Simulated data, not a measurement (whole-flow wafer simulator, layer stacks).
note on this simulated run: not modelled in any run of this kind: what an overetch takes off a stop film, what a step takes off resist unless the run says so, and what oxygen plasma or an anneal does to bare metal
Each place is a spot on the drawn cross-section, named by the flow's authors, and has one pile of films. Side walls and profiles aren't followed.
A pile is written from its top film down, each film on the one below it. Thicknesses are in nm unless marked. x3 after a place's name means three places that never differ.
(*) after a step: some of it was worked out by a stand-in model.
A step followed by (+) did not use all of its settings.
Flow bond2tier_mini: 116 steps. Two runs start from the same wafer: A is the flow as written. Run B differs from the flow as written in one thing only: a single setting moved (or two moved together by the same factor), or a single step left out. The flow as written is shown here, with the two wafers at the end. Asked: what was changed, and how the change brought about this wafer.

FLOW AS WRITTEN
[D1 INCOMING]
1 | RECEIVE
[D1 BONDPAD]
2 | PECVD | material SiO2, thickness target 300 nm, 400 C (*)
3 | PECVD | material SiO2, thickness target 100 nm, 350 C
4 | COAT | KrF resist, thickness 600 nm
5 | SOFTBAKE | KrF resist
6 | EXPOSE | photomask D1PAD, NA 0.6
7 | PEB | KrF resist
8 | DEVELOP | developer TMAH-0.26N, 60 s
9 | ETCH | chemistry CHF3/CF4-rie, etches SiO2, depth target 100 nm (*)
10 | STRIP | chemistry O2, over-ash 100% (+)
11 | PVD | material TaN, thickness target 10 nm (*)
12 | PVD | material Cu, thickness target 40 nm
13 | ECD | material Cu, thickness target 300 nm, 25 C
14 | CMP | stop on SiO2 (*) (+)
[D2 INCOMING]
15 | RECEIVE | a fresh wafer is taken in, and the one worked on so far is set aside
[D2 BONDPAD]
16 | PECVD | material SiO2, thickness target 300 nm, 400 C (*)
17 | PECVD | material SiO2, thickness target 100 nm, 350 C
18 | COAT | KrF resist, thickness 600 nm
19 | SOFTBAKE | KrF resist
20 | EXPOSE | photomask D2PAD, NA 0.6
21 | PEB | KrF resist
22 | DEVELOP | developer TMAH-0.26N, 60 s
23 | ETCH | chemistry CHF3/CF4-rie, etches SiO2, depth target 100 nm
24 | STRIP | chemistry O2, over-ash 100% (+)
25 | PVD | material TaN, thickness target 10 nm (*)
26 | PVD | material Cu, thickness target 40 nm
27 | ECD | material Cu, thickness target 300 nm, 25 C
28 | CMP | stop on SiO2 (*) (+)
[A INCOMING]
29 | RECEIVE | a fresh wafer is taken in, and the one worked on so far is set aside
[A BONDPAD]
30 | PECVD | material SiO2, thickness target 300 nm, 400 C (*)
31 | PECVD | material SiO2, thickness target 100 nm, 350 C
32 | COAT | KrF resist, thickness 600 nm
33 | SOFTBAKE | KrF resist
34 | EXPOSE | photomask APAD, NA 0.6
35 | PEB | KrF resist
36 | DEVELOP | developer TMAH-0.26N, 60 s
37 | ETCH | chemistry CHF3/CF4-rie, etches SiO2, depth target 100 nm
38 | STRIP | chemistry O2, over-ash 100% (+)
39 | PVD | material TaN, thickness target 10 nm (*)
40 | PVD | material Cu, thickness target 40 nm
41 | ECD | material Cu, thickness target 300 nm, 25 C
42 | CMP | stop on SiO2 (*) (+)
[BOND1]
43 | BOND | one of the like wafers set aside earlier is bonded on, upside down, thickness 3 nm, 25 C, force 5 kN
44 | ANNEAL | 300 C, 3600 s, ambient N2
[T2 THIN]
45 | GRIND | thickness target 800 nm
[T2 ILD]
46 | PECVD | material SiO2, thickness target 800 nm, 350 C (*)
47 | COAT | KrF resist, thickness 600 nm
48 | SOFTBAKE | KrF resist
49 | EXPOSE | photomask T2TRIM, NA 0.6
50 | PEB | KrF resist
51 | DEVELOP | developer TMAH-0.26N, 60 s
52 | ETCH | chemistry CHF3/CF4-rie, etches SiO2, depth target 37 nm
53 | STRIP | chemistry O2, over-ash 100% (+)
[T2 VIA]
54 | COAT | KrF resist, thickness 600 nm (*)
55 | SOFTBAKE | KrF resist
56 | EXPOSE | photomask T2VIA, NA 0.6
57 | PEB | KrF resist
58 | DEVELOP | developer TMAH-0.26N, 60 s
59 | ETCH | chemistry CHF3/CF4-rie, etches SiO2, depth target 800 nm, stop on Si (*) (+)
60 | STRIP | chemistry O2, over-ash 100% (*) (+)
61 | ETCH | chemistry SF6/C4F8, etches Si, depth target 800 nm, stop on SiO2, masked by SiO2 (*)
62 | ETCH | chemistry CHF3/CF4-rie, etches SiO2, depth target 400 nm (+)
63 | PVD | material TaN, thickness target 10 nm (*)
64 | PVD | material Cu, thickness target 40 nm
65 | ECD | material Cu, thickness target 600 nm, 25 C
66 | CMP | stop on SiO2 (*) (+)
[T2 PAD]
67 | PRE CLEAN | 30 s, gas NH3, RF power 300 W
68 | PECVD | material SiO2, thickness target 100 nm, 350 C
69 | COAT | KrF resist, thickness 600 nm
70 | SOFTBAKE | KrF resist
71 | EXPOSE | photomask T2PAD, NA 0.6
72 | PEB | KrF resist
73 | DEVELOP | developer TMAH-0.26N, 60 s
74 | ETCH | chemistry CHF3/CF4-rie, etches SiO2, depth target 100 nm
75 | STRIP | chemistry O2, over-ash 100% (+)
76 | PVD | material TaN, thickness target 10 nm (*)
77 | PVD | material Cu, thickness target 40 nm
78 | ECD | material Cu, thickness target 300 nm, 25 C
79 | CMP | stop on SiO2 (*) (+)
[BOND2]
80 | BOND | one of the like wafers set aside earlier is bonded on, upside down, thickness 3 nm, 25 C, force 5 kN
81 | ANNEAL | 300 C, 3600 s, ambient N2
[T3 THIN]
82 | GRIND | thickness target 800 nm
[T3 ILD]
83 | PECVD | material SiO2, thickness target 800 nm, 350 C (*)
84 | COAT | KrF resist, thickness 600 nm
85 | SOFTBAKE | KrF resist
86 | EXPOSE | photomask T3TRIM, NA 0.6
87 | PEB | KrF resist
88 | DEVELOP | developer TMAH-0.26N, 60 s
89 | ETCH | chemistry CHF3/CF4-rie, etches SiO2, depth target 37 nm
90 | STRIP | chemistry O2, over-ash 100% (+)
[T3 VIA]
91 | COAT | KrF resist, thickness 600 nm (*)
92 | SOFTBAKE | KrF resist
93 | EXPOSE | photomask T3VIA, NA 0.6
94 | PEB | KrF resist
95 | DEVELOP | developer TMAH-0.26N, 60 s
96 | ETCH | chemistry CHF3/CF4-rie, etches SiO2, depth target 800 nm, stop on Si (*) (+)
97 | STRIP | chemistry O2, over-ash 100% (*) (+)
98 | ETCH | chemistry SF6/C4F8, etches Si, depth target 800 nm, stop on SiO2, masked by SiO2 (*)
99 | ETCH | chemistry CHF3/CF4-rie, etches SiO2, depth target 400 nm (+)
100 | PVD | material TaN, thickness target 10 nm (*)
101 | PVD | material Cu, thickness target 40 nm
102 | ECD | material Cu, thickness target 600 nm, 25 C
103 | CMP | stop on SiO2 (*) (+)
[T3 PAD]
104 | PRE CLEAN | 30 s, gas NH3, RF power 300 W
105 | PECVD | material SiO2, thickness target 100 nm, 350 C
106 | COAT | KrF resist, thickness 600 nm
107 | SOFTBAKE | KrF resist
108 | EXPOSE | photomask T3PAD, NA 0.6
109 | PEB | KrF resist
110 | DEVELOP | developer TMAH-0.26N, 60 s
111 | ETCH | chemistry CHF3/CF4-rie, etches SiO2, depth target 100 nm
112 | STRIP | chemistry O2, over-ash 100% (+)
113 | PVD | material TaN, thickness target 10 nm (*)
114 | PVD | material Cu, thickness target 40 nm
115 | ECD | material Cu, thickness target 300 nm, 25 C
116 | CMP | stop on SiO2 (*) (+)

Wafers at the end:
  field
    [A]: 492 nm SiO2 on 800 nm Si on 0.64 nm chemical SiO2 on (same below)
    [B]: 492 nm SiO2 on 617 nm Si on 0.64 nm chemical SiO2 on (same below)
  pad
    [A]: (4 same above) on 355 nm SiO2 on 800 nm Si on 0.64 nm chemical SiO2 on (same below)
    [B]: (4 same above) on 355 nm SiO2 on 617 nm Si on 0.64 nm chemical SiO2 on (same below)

Cause: step 82, GRIND: thickness target 617 nm was run, though the flow has thickness target 800 nm.
The wafer lets one read it off: field has Si 617, and step 82 as written asks for 800 nm.

The path from the change to this, step by step:
  82 | GRIND | thickness target 800 nm
      field, pad: A Si loses 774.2 um | B Si loses 774.38 um
